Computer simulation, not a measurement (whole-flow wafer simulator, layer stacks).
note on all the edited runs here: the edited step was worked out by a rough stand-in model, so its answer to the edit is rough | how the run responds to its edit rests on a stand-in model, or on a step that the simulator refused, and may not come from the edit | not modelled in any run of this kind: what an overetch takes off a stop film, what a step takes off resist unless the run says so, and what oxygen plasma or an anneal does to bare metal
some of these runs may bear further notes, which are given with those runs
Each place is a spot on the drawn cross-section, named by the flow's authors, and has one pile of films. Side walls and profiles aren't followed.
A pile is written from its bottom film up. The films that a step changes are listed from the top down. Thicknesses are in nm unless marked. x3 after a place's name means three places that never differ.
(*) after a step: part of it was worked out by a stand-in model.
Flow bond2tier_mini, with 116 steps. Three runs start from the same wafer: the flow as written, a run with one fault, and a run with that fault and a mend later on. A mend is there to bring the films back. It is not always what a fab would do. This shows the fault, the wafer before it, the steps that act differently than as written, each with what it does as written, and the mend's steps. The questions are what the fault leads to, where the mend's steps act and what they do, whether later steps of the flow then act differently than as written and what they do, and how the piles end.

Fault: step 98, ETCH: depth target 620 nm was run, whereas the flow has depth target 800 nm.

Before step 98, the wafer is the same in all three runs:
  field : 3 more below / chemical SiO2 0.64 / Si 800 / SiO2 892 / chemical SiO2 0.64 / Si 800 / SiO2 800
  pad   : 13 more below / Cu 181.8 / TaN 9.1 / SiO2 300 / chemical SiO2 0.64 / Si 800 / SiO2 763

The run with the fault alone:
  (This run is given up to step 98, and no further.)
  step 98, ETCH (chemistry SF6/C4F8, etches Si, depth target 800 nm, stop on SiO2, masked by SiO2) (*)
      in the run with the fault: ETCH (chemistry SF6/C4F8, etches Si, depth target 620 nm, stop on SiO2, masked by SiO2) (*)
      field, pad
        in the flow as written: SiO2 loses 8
        in the run with the fault: SiO2 loses 6.2
  The piles after step 98 are only slightly different from the flow's at the places that both follow, by no more than 2% or 0.5 nm, whichever is larger.

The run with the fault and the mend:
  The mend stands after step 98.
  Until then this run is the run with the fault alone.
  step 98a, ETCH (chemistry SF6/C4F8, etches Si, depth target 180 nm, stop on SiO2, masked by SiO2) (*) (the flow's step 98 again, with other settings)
      field, pad
        SiO2 loses 1.8
  None of the later steps of the flow acts differently than as written at any place that is followed.
  At every place that both follow, the piles at the end match the flow's.
